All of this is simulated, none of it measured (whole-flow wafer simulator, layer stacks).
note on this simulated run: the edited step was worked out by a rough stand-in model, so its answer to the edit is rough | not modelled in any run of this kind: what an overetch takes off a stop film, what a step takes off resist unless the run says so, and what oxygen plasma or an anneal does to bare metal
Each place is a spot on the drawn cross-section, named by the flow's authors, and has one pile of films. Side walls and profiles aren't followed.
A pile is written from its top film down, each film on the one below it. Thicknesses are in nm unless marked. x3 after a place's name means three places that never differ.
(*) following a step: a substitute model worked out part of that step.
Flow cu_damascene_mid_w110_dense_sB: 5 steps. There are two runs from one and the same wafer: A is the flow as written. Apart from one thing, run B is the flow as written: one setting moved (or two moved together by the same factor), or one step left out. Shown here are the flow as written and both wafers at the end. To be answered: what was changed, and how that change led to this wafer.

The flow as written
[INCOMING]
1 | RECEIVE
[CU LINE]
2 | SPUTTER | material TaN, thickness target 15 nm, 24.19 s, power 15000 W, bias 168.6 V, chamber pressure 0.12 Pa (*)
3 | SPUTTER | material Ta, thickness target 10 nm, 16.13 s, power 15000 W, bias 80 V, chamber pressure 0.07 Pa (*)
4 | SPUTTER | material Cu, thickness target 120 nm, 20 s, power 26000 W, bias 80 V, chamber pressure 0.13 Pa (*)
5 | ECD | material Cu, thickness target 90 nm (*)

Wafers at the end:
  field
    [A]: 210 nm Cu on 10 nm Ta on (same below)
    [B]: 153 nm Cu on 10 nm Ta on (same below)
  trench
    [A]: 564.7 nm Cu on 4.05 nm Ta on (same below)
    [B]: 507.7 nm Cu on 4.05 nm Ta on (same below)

Cause: step 4, SPUTTER: thickness target 63 nm was run, whereas the flow has thickness target 120 nm; step 4, SPUTTER: 10.5 s was run, where the flow has 20 s.

The path from the change to this, step by step:
  4 | SPUTTER | material Cu, thickness target 120 nm, 20 s, power 26000 W, bias 80 V, chamber pressure 0.13 Pa (*)
      field: A Cu gains 120 (new film) | B Cu gains 63 (new film)
      trench: A Cu gains 49.9 (new film) | B Cu gains 26.2 (new film)
  5 | ECD | material Cu, thickness target 90 nm (*)
      trench: A Cu gains 514.8 | B Cu gains 481.5
